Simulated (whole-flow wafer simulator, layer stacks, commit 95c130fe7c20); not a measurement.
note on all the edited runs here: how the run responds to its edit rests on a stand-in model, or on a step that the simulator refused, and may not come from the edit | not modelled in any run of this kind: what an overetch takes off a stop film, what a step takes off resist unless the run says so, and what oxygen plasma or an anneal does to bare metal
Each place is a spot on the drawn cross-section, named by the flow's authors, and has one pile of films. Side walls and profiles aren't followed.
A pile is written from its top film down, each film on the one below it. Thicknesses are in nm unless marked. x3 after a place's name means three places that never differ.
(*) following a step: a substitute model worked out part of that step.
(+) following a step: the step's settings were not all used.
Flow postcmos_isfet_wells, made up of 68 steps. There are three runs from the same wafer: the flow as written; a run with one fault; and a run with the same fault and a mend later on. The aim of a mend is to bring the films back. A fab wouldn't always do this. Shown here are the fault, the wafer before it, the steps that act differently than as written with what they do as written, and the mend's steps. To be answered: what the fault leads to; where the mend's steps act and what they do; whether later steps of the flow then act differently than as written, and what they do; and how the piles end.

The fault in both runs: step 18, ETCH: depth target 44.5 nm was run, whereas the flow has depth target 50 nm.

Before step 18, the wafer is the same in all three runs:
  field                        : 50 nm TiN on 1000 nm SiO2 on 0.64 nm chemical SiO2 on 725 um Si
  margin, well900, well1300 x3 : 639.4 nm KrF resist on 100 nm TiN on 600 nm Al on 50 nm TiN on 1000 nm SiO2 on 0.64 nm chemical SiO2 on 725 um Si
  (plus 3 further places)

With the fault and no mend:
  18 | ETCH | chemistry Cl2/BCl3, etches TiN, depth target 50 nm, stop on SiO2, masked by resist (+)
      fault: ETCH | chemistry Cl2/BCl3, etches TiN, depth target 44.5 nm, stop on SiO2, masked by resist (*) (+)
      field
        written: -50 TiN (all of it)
        fault: -44.5 TiN
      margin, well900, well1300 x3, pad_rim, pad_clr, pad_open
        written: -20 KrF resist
        fault: -17.8 KrF resist
  Steps further on in the flow that do not act as written (2 more steps, not shown, differ only slightly: by at most 2% or 0.5 nm, whichever is larger):
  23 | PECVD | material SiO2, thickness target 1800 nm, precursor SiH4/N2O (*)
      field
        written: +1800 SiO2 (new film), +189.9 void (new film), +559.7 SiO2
        fault: +1800 SiO2 (new film), +186 void (new film), +558.5 SiO2 (new film)
  By the end, the piles at field depart from the flow's by more than 2% or 0.5 nm, whichever is larger.
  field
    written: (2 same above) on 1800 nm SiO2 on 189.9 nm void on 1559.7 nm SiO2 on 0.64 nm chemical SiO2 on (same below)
    fault: (2 same above) on 1800 nm SiO2 on 186 nm void on 558.5 nm SiO2 on 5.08 nm TiN on 1000 nm SiO2 on 0.64 nm chemical SiO2 on (same below)

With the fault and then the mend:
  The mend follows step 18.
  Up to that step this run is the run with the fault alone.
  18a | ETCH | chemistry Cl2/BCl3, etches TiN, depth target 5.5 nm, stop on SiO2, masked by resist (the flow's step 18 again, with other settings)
      margin, well900, well1300 x3, pad_rim, pad_clr, pad_open
        -2.2 KrF resist
      field
        -5.5 TiN (all of it)
  None of the later steps of the flow acts differently than as written at any place that is followed.
  At every place that both follow, the piles at the end match the flow's.
